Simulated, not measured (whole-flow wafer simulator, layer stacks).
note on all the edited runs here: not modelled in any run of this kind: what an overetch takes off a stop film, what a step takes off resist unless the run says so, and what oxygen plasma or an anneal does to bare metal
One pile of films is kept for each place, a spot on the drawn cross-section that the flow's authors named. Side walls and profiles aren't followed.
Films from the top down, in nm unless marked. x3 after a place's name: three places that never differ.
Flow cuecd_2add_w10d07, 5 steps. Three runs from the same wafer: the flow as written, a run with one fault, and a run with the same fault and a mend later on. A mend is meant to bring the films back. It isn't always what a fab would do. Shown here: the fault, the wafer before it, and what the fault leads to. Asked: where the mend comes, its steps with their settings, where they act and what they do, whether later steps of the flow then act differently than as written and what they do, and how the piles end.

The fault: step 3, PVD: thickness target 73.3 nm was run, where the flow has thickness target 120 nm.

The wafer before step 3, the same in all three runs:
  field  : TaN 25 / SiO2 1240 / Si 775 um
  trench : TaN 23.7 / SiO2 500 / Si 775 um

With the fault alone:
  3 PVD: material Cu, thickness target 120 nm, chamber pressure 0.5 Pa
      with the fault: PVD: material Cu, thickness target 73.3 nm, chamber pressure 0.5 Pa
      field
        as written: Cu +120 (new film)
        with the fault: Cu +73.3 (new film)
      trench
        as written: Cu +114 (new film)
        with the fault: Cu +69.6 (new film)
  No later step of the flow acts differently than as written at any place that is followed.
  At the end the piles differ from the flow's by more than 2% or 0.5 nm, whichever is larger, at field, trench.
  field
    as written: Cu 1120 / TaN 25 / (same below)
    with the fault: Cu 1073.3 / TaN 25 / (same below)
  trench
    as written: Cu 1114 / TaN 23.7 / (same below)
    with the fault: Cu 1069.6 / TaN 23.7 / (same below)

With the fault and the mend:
  The mend comes after step 3.
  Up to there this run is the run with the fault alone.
  3a ETCH: chemistry cu recess dil, depth target 84.24 nm
      field
        Cu -73.3 (all of it)
      trench
        Cu -69.6 (all of it)
  3b PVD: material Cu, thickness target 120 nm, chamber pressure 0.5 Pa (the flow's step 3 once more)
      field
        Cu +120 (new film)
      trench
        Cu +114 (new film)
  No later step of the flow acts differently than as written at any place that is followed.
  At the end the piles are the same as the flow's at every place that both follow.
